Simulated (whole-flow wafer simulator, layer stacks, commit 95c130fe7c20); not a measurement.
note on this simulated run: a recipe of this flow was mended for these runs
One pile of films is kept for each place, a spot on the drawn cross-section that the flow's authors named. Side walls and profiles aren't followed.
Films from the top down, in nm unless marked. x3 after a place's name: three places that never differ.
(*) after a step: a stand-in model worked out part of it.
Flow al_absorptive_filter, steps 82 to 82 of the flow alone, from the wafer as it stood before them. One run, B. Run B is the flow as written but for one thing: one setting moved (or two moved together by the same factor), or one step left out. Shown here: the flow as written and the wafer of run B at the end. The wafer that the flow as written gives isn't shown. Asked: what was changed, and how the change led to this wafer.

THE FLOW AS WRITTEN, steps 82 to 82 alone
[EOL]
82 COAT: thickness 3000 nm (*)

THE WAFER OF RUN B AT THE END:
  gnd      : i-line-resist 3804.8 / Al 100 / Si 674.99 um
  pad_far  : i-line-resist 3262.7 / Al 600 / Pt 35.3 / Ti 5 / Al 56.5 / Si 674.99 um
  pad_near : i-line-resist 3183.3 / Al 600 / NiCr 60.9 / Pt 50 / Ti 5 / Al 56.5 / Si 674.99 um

The cause: step 82, COAT: thickness 3720 nm was run, where the flow has thickness 3000 nm.

How the change led to this, step by step:
  82 COAT: thickness 3000 nm (*)
      xa_field, xl_land, idc_field: i-line-resist +3720 (new film) (as written it would be: i-line-resist +3000 (new film))
      gnd: i-line-resist +3804.8 (new film) (as written it would be: i-line-resist +3084.4 (new film))
      (and at 10 more places)
